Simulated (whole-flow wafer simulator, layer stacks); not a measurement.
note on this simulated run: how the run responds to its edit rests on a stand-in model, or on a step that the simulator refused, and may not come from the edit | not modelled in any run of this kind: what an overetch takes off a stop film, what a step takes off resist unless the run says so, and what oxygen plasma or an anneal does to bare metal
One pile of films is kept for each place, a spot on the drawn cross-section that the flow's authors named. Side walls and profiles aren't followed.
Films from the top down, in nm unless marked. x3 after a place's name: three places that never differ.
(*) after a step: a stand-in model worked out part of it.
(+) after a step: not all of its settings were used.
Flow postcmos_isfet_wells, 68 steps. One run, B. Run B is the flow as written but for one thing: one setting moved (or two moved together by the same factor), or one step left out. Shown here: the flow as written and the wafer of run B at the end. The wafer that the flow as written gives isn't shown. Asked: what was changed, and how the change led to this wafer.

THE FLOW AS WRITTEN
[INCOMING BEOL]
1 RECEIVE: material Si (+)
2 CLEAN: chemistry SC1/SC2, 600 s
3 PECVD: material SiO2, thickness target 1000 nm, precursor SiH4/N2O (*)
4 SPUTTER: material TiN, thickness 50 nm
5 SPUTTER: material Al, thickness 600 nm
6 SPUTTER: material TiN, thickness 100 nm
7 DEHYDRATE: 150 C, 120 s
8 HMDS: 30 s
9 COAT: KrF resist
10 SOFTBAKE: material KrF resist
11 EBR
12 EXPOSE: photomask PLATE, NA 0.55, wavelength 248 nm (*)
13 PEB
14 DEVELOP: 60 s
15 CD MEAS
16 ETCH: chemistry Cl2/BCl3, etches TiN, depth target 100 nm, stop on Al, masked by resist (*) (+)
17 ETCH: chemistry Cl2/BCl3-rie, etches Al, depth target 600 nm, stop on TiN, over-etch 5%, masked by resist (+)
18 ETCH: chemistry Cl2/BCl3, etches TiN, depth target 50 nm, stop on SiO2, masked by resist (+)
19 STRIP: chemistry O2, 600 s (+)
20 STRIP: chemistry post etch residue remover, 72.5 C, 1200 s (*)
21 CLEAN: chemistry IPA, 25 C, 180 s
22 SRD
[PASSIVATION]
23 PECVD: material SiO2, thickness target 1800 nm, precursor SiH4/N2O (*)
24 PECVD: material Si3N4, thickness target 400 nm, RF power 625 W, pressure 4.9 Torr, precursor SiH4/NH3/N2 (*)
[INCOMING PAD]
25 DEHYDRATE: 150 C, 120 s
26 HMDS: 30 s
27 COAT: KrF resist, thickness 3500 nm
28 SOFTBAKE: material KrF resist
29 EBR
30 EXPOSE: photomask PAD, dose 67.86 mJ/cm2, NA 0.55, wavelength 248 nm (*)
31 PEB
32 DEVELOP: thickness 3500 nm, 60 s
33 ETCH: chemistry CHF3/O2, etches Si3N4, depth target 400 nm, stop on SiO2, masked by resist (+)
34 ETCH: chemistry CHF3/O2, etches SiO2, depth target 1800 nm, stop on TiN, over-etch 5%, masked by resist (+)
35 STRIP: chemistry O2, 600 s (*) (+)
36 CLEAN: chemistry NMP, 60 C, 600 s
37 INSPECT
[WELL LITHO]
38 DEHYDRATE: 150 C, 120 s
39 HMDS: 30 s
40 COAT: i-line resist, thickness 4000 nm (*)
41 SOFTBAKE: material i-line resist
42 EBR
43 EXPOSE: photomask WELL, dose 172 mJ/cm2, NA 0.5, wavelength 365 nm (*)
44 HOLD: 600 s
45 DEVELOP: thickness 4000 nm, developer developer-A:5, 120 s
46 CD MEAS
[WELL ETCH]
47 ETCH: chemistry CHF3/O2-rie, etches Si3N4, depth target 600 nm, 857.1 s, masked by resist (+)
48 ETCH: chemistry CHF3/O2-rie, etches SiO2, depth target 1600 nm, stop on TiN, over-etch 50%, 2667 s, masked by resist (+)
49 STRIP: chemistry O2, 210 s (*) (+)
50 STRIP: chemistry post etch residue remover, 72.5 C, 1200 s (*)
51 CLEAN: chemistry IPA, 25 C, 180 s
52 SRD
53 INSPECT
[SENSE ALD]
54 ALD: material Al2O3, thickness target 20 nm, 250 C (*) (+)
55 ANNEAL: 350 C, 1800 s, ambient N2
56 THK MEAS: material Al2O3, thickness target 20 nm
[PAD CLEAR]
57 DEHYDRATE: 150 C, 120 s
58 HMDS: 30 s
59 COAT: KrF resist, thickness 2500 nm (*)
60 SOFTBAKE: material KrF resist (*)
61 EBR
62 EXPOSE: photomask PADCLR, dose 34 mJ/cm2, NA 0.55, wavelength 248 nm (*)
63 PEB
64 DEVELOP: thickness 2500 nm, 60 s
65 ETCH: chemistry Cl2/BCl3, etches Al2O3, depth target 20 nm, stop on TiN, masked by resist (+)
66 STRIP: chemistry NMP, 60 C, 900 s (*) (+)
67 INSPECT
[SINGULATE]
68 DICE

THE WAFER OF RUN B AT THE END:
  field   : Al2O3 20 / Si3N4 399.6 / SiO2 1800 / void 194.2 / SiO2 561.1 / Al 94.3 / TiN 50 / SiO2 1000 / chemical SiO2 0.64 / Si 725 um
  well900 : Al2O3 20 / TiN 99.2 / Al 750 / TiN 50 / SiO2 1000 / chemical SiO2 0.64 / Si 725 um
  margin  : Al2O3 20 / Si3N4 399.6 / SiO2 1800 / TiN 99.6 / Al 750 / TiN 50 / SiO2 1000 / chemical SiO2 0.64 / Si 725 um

The cause: step 5, SPUTTER: thickness 750 nm was run, where the flow has thickness 600 nm.
It can be read off the wafer: well900 has Al 750, and step 5 as written asks for 600 nm.

How the change led to this, step by step:
  5 SPUTTER: material Al, thickness 600 nm
      field, margin, well900, well1300 x3, pad_rim, pad_clr, pad_open: Al +750 (new film) (as written it would be: Al +600 (new film))
  17 ETCH: chemistry Cl2/BCl3-rie, etches Al, depth target 600 nm, stop on TiN, over-etch 5%, masked by resist (+)
      field: Al -600 (as written it would be: Al -600 (all of it))
  18 ETCH: chemistry Cl2/BCl3, etches TiN, depth target 50 nm, stop on SiO2, masked by resist (+)
      field: Al -50 (as written it would be: TiN -50 (all of it))
  20 STRIP: chemistry post etch residue remover, 72.5 C, 1200 s (*)
      field: Al -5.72 (as written it would be: nothing)
  23 PECVD: material SiO2, thickness target 1800 nm, precursor SiH4/N2O (*)
      field: SiO2 +1800 (new film), void +194.2 (new film), SiO2 +561.1 (new film) (as written it would be: SiO2 +1800 (new film), void +189.9 (new film), SiO2 +559.7)
Counting metal films that touch as one body, field has 1 body; the flow as written gives 0 bodies.
